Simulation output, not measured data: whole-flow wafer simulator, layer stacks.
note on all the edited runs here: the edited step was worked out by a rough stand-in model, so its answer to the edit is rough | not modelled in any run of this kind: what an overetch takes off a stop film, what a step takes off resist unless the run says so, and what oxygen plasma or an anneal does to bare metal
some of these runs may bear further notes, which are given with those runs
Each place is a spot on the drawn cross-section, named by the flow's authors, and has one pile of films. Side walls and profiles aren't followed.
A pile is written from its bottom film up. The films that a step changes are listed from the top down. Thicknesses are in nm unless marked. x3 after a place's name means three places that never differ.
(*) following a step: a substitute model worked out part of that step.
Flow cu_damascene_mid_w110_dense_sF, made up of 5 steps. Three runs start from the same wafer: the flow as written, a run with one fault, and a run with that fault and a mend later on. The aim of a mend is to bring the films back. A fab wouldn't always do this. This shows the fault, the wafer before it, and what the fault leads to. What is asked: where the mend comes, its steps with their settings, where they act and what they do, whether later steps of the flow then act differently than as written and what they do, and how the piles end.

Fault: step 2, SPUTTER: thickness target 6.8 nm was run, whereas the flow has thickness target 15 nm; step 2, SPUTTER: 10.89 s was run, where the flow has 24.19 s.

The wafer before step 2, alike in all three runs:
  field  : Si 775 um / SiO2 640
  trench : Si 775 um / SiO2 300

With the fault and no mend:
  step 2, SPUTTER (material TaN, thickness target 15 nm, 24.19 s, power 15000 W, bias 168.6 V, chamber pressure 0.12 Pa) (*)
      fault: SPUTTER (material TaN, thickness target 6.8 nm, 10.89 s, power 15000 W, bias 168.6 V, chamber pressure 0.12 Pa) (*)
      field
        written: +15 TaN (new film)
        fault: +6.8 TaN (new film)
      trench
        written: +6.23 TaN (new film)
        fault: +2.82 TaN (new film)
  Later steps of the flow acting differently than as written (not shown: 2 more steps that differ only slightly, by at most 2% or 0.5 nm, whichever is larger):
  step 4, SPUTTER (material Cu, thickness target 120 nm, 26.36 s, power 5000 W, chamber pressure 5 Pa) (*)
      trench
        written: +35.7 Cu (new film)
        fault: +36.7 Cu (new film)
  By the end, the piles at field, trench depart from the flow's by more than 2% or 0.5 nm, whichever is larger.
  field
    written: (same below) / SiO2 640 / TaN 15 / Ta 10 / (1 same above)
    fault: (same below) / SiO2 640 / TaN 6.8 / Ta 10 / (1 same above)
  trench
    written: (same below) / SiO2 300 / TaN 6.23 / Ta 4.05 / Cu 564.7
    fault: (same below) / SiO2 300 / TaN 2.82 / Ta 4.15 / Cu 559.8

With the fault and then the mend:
  The mend stands after step 2.
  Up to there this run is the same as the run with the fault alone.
  step 2a, SPUTTER (material TaN, thickness target 8.2 nm, 13.22 s, power 15000 W, bias 168.6 V, chamber pressure 0.12 Pa) (*) (the flow's step 2 again, with other settings)
      field
        +8.2 TaN
      trench
        +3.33 TaN
  Every later step of the flow that is run acts as written, at every place that is followed, to within 2% or 0.5 nm, whichever is larger.
  When the end is reached, the piles differ only a little from the flow's at the places that both follow, at most by 2% or 0.5 nm, whichever is larger.
